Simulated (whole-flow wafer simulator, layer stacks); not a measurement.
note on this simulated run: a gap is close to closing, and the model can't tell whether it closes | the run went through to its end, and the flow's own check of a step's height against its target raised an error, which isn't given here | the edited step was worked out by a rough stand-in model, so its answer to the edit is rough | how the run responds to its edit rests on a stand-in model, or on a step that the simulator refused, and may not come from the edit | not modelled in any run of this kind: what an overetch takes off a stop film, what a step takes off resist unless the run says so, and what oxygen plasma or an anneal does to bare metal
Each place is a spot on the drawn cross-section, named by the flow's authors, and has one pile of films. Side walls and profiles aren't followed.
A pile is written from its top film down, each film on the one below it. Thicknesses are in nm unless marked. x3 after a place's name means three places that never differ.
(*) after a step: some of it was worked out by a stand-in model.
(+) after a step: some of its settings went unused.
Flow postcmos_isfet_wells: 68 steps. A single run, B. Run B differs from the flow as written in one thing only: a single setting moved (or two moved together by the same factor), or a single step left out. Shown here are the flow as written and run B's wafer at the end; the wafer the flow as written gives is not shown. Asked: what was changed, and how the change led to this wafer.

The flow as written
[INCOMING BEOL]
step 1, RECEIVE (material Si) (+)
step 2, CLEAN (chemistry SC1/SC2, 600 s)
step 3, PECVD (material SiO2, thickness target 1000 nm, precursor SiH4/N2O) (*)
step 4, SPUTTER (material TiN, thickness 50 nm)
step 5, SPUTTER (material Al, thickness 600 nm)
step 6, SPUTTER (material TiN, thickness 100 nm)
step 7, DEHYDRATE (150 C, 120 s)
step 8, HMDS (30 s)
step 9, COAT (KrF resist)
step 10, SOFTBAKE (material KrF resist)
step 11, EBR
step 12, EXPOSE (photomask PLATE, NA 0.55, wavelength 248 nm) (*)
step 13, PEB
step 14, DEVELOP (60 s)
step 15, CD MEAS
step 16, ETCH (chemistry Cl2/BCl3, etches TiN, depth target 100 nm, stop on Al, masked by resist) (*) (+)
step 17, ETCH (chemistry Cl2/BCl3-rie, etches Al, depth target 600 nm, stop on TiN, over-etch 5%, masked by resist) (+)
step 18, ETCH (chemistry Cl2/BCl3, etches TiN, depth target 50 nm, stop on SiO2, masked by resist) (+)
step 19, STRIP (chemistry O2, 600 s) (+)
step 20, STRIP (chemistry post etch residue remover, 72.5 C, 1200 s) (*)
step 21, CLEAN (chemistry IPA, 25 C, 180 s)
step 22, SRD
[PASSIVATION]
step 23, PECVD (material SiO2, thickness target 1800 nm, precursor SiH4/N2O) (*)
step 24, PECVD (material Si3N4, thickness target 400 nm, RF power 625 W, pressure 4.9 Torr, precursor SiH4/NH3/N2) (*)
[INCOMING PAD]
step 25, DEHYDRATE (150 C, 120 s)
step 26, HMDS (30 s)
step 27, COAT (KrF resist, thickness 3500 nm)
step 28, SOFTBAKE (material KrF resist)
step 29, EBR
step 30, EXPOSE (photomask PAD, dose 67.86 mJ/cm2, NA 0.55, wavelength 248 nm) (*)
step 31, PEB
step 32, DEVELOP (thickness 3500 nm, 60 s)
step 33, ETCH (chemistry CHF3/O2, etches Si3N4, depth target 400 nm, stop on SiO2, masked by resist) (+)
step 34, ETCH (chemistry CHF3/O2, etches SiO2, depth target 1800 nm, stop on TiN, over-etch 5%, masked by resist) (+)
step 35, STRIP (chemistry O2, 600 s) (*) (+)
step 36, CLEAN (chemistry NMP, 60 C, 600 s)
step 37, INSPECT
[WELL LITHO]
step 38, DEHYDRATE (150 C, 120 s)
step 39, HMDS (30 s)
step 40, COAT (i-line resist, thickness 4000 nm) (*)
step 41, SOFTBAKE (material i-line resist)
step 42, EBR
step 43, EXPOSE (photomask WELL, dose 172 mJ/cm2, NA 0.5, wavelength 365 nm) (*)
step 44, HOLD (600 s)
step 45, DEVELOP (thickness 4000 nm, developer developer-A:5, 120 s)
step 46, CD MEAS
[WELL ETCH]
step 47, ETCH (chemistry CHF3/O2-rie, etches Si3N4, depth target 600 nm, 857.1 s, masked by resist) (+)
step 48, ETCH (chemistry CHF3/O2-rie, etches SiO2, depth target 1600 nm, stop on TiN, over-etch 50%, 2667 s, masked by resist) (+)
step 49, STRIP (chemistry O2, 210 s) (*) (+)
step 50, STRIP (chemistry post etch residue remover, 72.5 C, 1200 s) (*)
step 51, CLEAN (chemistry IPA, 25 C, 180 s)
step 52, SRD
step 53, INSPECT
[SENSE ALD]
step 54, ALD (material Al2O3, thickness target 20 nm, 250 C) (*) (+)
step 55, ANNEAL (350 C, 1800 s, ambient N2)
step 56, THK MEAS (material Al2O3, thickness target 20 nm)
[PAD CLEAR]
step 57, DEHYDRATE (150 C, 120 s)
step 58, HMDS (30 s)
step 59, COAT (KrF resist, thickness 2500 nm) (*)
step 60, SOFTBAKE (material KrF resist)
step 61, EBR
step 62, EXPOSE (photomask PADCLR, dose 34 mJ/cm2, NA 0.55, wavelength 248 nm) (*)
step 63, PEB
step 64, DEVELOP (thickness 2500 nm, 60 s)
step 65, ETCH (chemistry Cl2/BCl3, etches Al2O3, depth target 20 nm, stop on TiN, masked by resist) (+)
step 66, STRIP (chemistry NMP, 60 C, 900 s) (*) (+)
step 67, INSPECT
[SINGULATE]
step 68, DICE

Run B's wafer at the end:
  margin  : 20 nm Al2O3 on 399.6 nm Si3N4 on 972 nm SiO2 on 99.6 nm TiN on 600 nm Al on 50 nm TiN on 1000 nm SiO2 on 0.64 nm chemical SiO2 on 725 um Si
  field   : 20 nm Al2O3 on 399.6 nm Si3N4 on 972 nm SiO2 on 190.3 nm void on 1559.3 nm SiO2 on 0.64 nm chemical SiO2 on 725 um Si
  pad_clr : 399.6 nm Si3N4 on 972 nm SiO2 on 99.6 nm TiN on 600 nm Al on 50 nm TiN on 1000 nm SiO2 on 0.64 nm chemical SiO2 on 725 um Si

Cause: step 23, PECVD: thickness target 972 nm was run, though the flow has thickness target 1800 nm.
One can read it off the wafer: margin has SiO2 972, and step 23 as written asks for 1800 nm.

Step by step, how the change led to this:
  step 23, PECVD (material SiO2, thickness target 1800 nm, precursor SiH4/N2O) (*)
      margin, well900, well1300 x3, pad_rim, pad_clr, pad_open: +972 SiO2 (new film) (as written it would have been: +1800 SiO2 (new film))
      field: +972 SiO2 (new film), +190.3 void (new film), +559.3 SiO2 (as written it would have been: +1800 SiO2 (new film), +189.9 void (new film), +559.7 SiO2)
  step 34, ETCH (chemistry CHF3/O2, etches SiO2, depth target 1800 nm, stop on TiN, over-etch 5%, masked by resist) (+)
      field, margin, well900, well1300 x3, pad_rim, pad_clr: -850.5 KrF resist (as written it would have been: -1500 KrF resist)
      pad_open: -972 SiO2 (all of it) (as written it would have been: -1800 SiO2 (all of it))
  step 35, STRIP (chemistry O2, 600 s) (*) (+)
      field, margin, well900, well1300 x3, pad_rim, pad_clr: -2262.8 KrF resist (all of it) (as written it would have been: -1613.3 KrF resist (all of it))
  step 40, COAT (i-line resist, thickness 4000 nm) (*)
      pad_clr: +3521.6 i-line resist (new film) (as written it would have been: +3256.8 i-line resist (new film))
      pad_open: +4505.8 i-line resist (new film) (as written it would have been: +4804.7 i-line resist (new film))
  step 41, SOFTBAKE (material i-line resist)
      pad_clr: -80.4 i-line resist (as written it would have been: -156.7 i-line resist)
      pad_open: +75.9 i-line resist (as written it would have been: +115.3 i-line resist)
  step 48, ETCH (chemistry CHF3/O2-rie, etches SiO2, depth target 1600 nm, stop on TiN, over-etch 50%, 2667 s, masked by resist) (+)
      well900, well1300 x3: -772 SiO2 (all of it) (as written it would have been: -1600 SiO2 (all of it))
  step 49, STRIP (chemistry O2, 210 s) (*) (+)
      pad_clr: -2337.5 i-line resist (all of it) (as written it would have been: -1996.5 i-line resist (all of it))
      pad_open: -3478.1 i-line resist (all of it) (as written it would have been: -3816.3 i-line resist (all of it))
  step 59, COAT (KrF resist, thickness 2500 nm) (*)
      field: +1844.5 KrF resist (new film) (as written it would have been: +1449 KrF resist (new film))
      margin: +1844.5 KrF resist (new film) (as written it would have been: +1448.9 KrF resist (new film))
      (as well as at 3 more places)
  step 60, SOFTBAKE (material KrF resist)
      pad_clr: -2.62 KrF resist (as written it would have been: -3.77 KrF resist)
  step 63, PEB
      field, margin: -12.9 KrF resist (as written it would have been: -10.1 KrF resist)
      pad_rim: -15.3 KrF resist (as written it would have been: -13.9 KrF resist)
      (as well as at 2 more places)
  step 64, DEVELOP (thickness 2500 nm, 60 s)
      pad_clr: -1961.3 KrF resist (all of it) (as written it would have been: -1676 KrF resist (all of it))
      pad_open: -2834.9 KrF resist (all of it) (as written it would have been: -3045.1 KrF resist (all of it))
  step 66, STRIP (chemistry NMP, 60 C, 900 s) (*) (+)
      field, margin: -1792.8 KrF resist (all of it) (as written it would have been: -1400.1 KrF resist (all of it))
      pad_rim: -2114.1 KrF resist (all of it) (as written it would have been: -1923.7 KrF resist (all of it))
